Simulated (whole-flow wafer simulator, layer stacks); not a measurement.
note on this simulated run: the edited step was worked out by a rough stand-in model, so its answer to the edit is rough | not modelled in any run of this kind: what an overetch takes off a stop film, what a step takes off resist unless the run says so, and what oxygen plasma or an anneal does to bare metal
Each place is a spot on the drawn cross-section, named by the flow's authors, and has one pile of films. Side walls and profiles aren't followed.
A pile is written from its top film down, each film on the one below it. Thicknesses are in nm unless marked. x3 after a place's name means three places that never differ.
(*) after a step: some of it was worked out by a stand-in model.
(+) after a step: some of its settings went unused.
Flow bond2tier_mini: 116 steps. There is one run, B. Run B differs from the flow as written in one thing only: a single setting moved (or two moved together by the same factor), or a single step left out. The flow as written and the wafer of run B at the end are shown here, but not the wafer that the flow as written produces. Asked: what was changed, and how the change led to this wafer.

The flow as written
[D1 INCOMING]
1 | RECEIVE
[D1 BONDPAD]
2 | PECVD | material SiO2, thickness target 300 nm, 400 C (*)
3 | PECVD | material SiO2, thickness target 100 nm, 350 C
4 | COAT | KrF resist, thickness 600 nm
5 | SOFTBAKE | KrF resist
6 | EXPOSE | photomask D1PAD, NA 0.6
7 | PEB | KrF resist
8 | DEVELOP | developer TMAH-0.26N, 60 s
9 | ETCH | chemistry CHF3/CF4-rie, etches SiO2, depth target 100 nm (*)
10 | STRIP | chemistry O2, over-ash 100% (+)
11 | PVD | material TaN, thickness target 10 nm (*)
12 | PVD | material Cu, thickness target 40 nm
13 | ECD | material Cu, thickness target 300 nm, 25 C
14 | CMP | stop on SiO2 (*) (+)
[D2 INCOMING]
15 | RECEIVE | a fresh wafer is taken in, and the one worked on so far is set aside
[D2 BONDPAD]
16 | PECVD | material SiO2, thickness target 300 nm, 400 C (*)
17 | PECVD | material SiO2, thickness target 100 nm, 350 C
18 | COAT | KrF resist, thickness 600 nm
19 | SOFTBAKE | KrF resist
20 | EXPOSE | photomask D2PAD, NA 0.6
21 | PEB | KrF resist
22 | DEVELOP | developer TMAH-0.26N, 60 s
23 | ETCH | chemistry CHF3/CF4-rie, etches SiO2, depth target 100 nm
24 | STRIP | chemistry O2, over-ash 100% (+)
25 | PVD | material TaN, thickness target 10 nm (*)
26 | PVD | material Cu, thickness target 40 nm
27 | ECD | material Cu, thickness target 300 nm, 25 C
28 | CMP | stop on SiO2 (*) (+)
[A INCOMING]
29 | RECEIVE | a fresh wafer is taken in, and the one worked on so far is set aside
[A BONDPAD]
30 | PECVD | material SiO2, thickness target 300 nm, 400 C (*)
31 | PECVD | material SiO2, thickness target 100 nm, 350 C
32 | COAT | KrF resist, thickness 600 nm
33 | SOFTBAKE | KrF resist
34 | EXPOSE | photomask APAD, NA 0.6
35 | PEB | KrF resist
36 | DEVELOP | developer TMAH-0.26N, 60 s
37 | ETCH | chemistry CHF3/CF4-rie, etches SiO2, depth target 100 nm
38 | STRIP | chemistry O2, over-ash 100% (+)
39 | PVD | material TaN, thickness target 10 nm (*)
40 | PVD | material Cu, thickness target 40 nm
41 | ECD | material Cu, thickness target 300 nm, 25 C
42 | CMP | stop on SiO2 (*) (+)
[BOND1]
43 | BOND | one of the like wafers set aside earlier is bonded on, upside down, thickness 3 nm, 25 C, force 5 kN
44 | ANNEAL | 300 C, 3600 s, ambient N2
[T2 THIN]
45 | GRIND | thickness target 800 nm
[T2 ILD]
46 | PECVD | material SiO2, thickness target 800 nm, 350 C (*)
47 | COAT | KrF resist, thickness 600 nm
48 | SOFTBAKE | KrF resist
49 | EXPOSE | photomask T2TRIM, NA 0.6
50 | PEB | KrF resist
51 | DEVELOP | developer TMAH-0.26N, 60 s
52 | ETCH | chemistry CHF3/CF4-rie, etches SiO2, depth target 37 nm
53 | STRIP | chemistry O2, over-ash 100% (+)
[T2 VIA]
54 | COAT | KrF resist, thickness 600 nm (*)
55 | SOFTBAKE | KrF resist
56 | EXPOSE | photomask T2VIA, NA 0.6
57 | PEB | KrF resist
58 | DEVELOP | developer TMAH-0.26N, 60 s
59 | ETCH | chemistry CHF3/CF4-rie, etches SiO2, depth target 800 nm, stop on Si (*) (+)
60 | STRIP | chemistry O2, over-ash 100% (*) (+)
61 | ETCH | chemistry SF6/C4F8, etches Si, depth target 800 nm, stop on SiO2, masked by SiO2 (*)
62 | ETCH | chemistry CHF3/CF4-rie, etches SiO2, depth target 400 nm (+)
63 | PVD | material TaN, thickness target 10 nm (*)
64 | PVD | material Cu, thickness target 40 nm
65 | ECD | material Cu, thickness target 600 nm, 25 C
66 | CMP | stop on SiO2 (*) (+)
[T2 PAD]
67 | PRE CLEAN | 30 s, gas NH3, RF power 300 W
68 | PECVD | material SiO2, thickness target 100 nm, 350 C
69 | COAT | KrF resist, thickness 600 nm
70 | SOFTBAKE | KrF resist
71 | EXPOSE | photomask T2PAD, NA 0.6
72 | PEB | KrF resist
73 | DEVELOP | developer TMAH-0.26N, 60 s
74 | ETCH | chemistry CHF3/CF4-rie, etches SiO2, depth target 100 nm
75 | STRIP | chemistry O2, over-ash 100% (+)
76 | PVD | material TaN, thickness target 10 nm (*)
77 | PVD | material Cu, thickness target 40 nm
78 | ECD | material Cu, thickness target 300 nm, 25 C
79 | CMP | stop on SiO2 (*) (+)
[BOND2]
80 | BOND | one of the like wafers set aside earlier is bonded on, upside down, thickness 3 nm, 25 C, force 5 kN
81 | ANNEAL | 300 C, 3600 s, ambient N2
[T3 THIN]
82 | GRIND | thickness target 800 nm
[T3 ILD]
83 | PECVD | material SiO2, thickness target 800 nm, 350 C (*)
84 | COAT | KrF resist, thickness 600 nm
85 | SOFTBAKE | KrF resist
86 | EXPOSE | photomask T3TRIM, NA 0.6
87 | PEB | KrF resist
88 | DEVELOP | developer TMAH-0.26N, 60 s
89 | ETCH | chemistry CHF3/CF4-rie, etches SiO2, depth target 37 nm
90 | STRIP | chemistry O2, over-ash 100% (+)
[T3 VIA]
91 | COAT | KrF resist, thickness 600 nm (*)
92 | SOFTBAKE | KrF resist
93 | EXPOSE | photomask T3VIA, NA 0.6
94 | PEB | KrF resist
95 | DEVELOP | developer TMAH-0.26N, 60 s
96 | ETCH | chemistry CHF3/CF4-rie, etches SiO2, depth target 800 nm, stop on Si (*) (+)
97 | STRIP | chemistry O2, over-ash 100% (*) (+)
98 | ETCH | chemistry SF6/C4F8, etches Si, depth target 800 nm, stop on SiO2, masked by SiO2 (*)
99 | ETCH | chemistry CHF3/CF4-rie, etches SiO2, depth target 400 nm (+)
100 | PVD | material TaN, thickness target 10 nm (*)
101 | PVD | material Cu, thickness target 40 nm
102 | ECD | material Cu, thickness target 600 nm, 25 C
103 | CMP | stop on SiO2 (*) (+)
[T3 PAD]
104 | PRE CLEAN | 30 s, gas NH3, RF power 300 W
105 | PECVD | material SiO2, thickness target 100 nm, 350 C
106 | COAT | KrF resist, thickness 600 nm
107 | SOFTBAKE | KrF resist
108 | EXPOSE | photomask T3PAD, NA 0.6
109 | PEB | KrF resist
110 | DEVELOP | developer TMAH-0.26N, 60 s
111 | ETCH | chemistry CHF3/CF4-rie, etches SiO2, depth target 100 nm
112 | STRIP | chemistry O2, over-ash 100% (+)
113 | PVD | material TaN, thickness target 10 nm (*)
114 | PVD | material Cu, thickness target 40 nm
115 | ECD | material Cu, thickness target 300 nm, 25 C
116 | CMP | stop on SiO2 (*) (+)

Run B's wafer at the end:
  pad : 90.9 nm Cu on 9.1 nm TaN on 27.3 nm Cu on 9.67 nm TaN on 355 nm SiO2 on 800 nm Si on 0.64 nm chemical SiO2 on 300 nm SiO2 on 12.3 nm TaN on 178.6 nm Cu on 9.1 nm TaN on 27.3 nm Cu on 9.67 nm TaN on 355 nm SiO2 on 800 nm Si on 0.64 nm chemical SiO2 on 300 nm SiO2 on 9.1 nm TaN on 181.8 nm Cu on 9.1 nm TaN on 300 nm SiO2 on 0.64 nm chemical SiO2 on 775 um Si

Cause: step 25, PVD: thickness target 13.5 nm was run, whereas the flow has thickness target 10 nm.

How this came from the change, step by step:
  25 | PVD | material TaN, thickness target 10 nm (*)
      field: TaN gains 13.5 (new film) (it would be, as written: TaN gains 10 (new film))
      pad: TaN gains 12.3 (new film) (it would be, as written: TaN gains 9.1 (new film))
      (and at 1 other place as well)
  28 | CMP | stop on SiO2 (*) (+)
      field: Cu loses 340 (all of it), TaN loses 13.5 (all of it) (it would be, as written: Cu loses 340 (all of it), TaN loses 10 (all of it))
  80 | BOND | one of the like wafers set aside earlier is bonded on, upside down, thickness 3 nm, 25 C, force 5 kN
      pad: Si gains 775 um (new film), chemical SiO2 gains 0.64 (new film), SiO2 gains 300 (new film), TaN gains 12.3 (new film), Cu gains 87.7 (it would be, as written: Si gains 775 um (new film), chemical SiO2 gains 0.64 (new film), SiO2 gains 300 (new film), TaN gains 9.1 (new film), Cu gains 90.9)
